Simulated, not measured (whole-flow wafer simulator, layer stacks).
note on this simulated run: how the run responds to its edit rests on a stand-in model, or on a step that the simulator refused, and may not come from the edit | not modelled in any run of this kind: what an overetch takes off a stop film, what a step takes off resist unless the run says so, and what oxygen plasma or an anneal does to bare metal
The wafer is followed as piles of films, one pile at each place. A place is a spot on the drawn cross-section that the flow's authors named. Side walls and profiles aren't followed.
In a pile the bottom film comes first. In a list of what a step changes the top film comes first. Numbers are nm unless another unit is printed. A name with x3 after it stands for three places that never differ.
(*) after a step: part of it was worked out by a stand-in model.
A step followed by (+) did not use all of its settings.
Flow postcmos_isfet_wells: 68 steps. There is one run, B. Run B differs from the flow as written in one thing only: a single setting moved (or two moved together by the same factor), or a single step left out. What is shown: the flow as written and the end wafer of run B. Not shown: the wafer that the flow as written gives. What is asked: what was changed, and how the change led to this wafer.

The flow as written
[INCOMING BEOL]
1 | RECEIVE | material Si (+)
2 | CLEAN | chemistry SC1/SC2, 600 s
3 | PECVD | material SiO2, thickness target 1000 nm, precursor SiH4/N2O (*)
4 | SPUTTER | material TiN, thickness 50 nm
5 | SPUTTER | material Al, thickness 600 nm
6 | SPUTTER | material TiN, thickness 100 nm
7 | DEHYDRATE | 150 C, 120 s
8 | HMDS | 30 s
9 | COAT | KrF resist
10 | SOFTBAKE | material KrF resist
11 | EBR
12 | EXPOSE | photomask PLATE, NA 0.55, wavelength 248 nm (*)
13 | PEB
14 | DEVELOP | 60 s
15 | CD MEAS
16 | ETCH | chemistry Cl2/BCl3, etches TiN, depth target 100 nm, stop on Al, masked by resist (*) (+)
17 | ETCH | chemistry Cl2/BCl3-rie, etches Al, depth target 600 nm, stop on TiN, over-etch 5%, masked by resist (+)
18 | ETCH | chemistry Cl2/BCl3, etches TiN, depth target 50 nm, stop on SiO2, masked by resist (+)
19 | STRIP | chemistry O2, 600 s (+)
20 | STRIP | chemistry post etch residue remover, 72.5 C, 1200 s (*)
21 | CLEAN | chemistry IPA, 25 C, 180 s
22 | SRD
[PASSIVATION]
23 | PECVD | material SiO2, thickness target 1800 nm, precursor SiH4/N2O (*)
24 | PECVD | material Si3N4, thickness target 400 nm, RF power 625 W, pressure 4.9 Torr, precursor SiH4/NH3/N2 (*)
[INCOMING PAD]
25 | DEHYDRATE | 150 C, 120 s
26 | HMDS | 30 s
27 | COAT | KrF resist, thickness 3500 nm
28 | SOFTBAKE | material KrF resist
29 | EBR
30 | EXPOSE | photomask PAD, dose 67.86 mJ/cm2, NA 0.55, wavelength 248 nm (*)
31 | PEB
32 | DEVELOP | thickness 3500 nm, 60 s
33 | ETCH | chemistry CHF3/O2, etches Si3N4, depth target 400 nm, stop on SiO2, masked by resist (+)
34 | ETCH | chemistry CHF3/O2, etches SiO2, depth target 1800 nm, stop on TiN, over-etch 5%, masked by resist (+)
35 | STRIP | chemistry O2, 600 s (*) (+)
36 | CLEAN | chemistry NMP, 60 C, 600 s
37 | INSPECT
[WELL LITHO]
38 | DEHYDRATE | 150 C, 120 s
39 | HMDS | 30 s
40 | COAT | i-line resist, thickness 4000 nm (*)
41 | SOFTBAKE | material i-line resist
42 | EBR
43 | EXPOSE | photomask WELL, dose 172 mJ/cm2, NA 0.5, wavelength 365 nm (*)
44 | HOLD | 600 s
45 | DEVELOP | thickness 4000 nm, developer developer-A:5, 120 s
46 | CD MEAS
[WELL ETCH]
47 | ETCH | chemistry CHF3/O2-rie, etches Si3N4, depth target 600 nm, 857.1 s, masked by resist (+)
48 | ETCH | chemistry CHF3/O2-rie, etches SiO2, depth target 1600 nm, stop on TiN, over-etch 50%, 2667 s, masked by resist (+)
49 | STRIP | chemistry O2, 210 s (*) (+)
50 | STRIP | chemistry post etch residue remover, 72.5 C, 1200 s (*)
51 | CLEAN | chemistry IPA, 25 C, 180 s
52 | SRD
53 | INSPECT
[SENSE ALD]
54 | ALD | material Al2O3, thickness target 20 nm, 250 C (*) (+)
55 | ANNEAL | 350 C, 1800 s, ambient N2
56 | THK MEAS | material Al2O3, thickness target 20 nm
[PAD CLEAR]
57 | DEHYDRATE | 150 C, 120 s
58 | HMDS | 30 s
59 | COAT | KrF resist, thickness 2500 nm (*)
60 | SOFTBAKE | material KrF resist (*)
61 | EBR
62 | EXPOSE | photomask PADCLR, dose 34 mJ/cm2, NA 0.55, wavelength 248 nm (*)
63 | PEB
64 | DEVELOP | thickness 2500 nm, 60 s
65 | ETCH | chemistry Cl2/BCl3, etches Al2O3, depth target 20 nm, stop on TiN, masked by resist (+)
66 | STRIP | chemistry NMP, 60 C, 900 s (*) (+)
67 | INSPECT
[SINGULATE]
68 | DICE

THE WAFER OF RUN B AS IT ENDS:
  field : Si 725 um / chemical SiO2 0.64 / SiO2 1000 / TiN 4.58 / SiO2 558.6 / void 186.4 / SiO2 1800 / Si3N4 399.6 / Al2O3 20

The reason: step 18, ETCH: depth target 45 nm was run, though the flow has depth target 50 nm.

Step by step, how the change led to this:
  18 | ETCH | chemistry Cl2/BCl3, etches TiN, depth target 50 nm, stop on SiO2, masked by resist (+)
      field: TiN loses 45 (it would be, as written: TiN loses 50 (all of it))
      margin, well900, well1300, well2000, well3000, pad_rim, pad_clr, pad_open: KrF resist loses 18 (it would be, as written: KrF resist loses 20)
  23 | PECVD | material SiO2, thickness target 1800 nm, precursor SiH4/N2O (*)
      field: SiO2 gains 1800 (new film), void gains 186.4 (new film), SiO2 gains 558.6 (new film) (it would be, as written: SiO2 gains 1800 (new film), void gains 189.9 (new film), SiO2 gains 559.7)
With metal films that touch counted as one body, field has 1 body; the flow as written gives 0 bodies.
